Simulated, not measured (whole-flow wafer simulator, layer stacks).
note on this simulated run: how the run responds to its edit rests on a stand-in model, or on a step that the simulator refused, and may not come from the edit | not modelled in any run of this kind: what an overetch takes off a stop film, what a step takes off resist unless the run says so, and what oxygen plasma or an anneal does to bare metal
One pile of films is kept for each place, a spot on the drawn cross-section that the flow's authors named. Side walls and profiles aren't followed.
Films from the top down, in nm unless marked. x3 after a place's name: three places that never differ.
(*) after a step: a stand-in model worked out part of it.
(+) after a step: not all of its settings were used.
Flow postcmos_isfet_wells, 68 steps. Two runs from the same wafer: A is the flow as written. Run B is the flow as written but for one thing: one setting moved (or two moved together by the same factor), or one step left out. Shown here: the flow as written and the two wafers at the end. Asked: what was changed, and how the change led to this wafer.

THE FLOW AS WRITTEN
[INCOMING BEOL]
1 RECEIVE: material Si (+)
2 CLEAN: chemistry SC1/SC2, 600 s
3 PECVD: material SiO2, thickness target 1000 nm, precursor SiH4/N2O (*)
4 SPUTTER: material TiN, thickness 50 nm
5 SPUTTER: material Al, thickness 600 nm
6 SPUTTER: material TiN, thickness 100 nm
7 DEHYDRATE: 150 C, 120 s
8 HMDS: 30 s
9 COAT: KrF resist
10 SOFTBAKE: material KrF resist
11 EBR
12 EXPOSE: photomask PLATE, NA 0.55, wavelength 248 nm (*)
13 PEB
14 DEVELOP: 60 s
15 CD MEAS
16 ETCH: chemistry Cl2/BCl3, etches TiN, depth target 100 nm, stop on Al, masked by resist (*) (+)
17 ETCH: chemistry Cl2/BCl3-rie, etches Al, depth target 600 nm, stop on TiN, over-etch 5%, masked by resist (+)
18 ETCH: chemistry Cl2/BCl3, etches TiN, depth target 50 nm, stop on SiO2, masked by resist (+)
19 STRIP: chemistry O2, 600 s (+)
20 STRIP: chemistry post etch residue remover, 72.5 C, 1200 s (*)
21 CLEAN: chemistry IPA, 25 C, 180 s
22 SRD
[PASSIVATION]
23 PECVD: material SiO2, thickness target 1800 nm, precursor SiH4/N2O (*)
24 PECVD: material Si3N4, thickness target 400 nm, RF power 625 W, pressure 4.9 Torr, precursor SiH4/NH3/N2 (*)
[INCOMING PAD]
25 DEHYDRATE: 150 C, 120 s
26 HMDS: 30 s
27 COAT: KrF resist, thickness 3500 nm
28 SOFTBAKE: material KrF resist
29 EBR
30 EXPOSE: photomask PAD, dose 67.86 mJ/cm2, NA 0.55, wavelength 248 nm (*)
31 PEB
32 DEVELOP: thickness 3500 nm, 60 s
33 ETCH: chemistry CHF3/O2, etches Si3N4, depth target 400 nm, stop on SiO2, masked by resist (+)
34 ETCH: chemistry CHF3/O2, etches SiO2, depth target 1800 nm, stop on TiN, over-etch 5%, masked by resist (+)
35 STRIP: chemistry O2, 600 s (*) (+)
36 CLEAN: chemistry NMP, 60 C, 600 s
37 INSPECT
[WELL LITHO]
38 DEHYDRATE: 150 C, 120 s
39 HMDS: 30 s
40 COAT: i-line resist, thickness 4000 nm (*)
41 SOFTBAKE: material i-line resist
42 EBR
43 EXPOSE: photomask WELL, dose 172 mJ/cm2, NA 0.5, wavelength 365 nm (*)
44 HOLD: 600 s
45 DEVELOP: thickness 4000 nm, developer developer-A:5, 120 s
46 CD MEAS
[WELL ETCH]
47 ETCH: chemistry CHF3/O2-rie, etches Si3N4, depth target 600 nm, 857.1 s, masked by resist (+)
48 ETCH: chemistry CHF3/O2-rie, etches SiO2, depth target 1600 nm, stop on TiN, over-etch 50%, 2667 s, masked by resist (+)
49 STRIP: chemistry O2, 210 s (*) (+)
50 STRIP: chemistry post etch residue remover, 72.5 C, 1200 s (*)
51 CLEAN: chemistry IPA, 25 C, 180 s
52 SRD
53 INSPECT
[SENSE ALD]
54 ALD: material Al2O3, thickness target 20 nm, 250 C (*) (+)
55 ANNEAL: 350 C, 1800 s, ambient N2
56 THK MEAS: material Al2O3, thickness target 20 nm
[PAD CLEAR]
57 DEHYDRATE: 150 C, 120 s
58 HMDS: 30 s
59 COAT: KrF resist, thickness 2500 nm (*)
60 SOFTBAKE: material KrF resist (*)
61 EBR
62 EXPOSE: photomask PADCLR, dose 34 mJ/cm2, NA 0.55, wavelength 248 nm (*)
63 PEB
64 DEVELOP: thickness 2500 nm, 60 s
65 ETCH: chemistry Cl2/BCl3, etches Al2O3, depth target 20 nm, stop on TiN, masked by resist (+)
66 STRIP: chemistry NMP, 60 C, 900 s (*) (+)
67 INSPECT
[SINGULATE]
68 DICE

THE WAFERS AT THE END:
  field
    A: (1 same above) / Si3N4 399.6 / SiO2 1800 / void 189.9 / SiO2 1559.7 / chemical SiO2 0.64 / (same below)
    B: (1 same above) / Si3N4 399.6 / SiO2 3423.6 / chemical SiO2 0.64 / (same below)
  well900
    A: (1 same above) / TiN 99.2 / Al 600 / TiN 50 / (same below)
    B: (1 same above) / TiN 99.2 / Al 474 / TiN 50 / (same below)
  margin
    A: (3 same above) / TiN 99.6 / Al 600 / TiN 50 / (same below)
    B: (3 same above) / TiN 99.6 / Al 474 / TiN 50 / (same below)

The cause: step 5, SPUTTER: thickness 474 nm was run, where the flow has thickness 600 nm; step 17, ETCH: depth target 474 nm was run, where the flow has depth target 600 nm.
It can be read off the wafer: well900 has Al 474, and step 5 as written asks for 600 nm.

How the change led to this, step by step:
  5 SPUTTER: material Al, thickness 600 nm
      field, margin, well900 and 6 more: A Al +600 (new film) | B Al +474 (new film)
  17 ETCH: chemistry Cl2/BCl3-rie, etches Al, depth target 600 nm, stop on TiN, over-etch 5%, masked by resist (+)
      margin, well900, well1300, well2000, well3000, pad_rim, pad_clr, pad_open: A KrF resist -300 | B KrF resist -237
      field: A Al -600 (all of it) | B Al -474 (all of it)
  19 STRIP: chemistry O2, 600 s (+)
      margin, well900, well1300, well2000, well3000, pad_rim, pad_clr, pad_open: A KrF resist -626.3 (all of it) | B KrF resist -689.3 (all of it)
  23 PECVD: material SiO2, thickness target 1800 nm, precursor SiH4/N2O (*)
      field: A SiO2 +1800 (new film), void +189.9 (new film), SiO2 +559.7 | B SiO2 +2423.6
